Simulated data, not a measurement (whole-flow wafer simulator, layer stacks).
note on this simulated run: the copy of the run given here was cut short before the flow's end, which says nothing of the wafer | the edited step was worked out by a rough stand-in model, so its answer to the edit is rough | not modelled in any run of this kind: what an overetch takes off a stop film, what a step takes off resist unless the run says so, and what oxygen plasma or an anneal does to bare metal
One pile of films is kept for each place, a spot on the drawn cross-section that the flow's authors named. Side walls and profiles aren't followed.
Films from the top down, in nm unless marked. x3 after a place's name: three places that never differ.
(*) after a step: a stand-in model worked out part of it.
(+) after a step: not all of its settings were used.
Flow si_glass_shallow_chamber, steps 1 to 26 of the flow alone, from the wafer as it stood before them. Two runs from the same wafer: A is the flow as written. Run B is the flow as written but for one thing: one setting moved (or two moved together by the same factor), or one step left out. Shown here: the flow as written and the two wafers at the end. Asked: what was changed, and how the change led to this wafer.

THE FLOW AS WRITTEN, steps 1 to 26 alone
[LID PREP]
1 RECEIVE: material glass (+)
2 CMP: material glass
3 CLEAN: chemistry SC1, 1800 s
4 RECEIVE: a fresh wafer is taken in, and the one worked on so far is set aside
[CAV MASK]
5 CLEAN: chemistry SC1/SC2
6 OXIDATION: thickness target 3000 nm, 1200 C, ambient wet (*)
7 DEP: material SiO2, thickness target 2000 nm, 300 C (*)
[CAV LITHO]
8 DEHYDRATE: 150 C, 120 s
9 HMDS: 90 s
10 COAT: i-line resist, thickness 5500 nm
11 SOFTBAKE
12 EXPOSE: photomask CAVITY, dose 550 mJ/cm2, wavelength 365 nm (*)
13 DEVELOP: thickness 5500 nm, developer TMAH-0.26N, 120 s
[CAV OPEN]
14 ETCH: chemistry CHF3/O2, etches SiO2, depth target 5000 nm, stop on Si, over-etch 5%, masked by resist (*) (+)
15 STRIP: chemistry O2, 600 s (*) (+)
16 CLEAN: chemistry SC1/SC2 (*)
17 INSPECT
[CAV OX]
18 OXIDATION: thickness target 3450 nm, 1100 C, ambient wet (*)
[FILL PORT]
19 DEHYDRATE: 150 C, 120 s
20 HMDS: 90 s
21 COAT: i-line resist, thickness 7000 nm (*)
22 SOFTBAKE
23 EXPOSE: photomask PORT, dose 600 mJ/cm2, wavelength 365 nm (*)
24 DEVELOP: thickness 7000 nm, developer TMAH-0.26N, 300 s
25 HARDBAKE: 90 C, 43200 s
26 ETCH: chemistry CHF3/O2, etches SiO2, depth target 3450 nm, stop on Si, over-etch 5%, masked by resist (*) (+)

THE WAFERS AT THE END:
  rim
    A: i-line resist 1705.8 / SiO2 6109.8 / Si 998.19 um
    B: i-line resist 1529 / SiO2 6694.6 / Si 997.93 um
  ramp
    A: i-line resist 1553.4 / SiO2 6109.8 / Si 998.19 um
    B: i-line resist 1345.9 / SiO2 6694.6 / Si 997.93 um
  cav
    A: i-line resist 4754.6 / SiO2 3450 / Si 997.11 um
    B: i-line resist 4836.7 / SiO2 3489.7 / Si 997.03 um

The cause: step 6, OXIDATION: thickness target 3698 nm was run, where the flow has thickness target 3000 nm.

How the change led to this, step by step:
  6 OXIDATION: thickness target 3000 nm, 1200 C, ambient wet (*)
      rim, ramp, cav, port, septum, ring: A SiO2 +3000 (new film), chemical SiO2 -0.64 (all of it), Si -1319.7 | B SiO2 +3698 (new film), chemical SiO2 -0.64 (all of it), Si -1626.8
  14 ETCH: chemistry CHF3/O2, etches SiO2, depth target 5000 nm, stop on Si, over-etch 5%, masked by resist (*) (+)
      cav, port: A SiO2 -5000 (all of it), Si -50 | B SiO2 -5250
  15 STRIP: chemistry O2, 600 s (*) (+)
      cav, port: A chemical SiO2 +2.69 (new film), Si -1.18 | B nothing
  18 OXIDATION: thickness target 3450 nm, 1100 C, ambient wet (*)
      cav, port: A SiO2 +3450 (new film), chemical SiO2 -2.69 (all of it), Si -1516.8 | B SiO2 +3041.7, Si -1338.3
      rim, ramp, septum, ring: A SiO2 +1109.8, Si -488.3 | B SiO2 +996.6, Si -438.5
  21 COAT: i-line resist, thickness 7000 nm (*)
      rim: A i-line resist +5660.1 (new film) | B i-line resist +5535 (new film)
      ramp: A i-line resist +5087.8 (new film) | B i-line resist +4915.5 (new film)
  22 SOFTBAKE
      rim: A i-line resist -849 | B i-line resist -907
      ramp: A i-line resist -434.5 | B i-line resist -476.7
      (and at 3 more places)
  25 HARDBAKE: 90 C, 43200 s
      rim: A i-line resist -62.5 | B i-line resist -56.2
      ramp: A i-line resist -57.1 | B i-line resist -50.1
      (and at 1 more place)
  26 ETCH: chemistry CHF3/O2, etches SiO2, depth target 3450 nm, stop on Si, over-etch 5%, masked by resist (*) (+)
      port: A SiO2 -3450 (all of it), Si -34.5 | B SiO2 -3489.7 (all of it), Si -26.6
